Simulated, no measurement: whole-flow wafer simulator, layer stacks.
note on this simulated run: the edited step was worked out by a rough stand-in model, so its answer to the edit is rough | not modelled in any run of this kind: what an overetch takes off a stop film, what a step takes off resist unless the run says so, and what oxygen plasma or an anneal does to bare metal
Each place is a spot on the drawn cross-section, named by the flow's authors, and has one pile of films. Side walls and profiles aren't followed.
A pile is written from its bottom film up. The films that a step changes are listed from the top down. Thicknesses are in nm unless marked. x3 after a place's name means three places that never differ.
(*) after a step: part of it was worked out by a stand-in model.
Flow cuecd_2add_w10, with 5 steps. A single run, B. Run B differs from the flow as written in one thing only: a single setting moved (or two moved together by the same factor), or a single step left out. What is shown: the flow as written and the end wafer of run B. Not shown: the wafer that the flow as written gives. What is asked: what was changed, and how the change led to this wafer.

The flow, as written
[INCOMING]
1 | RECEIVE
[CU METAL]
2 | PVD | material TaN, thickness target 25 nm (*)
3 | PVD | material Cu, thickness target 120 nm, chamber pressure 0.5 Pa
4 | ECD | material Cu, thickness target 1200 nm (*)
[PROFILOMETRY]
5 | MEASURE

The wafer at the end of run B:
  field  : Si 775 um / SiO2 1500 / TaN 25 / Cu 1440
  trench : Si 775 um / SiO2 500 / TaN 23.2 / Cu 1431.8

Cause: step 4, ECD: thickness target 1320 nm was run, whereas the flow has thickness target 1200 nm.

Step by step, how the change led to this:
  4 | ECD | material Cu, thickness target 1200 nm (*)
      field, trench: +1320 Cu (it would be, as written: +1200 Cu)
